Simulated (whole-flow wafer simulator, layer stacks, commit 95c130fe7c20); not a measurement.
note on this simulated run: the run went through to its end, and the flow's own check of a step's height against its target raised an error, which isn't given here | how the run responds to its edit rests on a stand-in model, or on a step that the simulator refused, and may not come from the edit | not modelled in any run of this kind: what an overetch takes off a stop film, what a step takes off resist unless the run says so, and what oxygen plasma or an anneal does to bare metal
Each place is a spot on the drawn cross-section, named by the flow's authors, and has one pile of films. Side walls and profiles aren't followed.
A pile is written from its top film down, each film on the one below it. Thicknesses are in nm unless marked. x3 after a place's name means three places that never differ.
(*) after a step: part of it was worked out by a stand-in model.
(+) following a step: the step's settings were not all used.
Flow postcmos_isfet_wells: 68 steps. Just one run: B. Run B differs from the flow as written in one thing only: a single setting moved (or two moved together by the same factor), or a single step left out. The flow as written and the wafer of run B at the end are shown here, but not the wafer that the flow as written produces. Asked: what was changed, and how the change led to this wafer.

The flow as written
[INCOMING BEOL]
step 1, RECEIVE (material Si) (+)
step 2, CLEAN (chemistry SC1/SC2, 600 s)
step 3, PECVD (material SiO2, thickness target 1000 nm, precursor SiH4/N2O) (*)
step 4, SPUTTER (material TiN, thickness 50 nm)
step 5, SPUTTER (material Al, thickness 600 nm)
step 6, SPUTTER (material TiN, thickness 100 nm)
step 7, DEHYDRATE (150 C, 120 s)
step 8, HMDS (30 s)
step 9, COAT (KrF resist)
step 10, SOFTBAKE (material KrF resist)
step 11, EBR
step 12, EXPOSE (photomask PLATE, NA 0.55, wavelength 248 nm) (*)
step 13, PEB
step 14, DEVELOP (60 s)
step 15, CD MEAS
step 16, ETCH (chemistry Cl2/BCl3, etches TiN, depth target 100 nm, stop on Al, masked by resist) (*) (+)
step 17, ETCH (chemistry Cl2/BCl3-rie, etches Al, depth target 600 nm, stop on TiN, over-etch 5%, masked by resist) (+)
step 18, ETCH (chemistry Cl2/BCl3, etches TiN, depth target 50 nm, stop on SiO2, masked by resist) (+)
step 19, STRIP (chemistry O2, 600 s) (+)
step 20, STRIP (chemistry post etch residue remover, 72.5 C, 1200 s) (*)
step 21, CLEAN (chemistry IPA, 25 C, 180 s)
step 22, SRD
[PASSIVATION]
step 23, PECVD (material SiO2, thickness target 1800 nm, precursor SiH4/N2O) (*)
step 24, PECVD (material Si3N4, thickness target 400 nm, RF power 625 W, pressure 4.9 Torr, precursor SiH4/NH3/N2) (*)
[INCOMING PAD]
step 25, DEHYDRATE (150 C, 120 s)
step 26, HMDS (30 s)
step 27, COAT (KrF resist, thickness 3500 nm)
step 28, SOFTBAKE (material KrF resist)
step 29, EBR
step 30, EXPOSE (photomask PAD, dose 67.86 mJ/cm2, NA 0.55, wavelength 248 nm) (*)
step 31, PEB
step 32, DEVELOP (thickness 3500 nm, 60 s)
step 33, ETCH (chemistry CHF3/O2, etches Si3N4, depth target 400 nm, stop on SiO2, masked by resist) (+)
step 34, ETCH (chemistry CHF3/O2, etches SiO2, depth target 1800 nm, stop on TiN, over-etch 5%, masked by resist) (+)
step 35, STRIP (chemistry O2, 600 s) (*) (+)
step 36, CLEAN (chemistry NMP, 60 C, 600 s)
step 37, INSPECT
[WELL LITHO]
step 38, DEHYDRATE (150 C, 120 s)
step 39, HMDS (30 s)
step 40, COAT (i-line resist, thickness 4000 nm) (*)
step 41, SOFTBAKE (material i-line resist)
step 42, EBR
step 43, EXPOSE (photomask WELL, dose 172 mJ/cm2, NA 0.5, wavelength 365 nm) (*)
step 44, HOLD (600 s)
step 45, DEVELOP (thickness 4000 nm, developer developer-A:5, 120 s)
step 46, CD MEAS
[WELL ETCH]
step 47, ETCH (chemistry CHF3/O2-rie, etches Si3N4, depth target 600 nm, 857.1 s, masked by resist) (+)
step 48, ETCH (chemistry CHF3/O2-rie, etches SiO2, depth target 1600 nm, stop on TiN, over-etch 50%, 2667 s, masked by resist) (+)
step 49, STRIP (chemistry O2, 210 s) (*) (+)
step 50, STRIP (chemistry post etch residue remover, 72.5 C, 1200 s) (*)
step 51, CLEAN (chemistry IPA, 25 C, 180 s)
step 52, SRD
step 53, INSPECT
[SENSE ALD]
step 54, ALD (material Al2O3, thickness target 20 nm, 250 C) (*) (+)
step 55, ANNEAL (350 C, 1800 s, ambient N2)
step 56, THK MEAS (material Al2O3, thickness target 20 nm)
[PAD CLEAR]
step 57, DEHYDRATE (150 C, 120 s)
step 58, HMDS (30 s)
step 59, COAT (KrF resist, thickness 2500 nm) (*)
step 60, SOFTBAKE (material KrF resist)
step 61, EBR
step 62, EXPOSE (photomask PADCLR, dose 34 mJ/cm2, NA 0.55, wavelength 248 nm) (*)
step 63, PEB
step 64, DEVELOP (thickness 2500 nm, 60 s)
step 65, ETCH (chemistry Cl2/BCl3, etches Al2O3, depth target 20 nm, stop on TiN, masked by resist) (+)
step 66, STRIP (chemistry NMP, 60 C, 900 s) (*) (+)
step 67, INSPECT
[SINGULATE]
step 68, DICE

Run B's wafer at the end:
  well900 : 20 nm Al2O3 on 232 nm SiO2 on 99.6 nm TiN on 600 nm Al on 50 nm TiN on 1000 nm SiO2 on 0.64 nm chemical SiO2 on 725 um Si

The reason: step 48, ETCH: depth target 912 nm was run, though the flow has depth target 1600 nm; step 48, ETCH: 1520 s was run, where the flow has 2667 s.

How this came from the change, step by step:
  step 48, ETCH (chemistry CHF3/O2-rie, etches SiO2, depth target 1600 nm, stop on TiN, over-etch 50%, 2667 s, masked by resist) (+)
      well900, well1300 x3: -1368 SiO2 (in the flow as written it would be: -1600 SiO2 (all of it))
      field, margin, pad_rim, pad_clr, pad_open: -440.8 i-line resist (in the flow as written it would be: -773.3 i-line resist)
  step 49, STRIP (chemistry O2, 210 s) (*) (+)
      field, margin, pad_rim: -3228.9 i-line resist (all of it) (in the flow as written it would be: -2896.3 i-line resist (all of it))
      pad_clr: -2329 i-line resist (all of it) (in the flow as written it would be: -1996.5 i-line resist (all of it))
      (as well as at 1 more place)
  step 59, COAT (KrF resist, thickness 2500 nm) (*)
      field: +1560 KrF resist (new film) (in the flow as written it would be: +1449 KrF resist (new film))
      margin: +1559.9 KrF resist (new film) (in the flow as written it would be: +1448.9 KrF resist (new film))
  step 63, PEB
      field, margin: -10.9 KrF resist (in the flow as written it would be: -10.1 KrF resist)
  step 66, STRIP (chemistry NMP, 60 C, 900 s) (*) (+)
      field: -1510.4 KrF resist (all of it) (in the flow as written it would be: -1400.1 KrF resist (all of it))
      margin: -1510.3 KrF resist (all of it) (in the flow as written it would be: -1400.1 KrF resist (all of it))
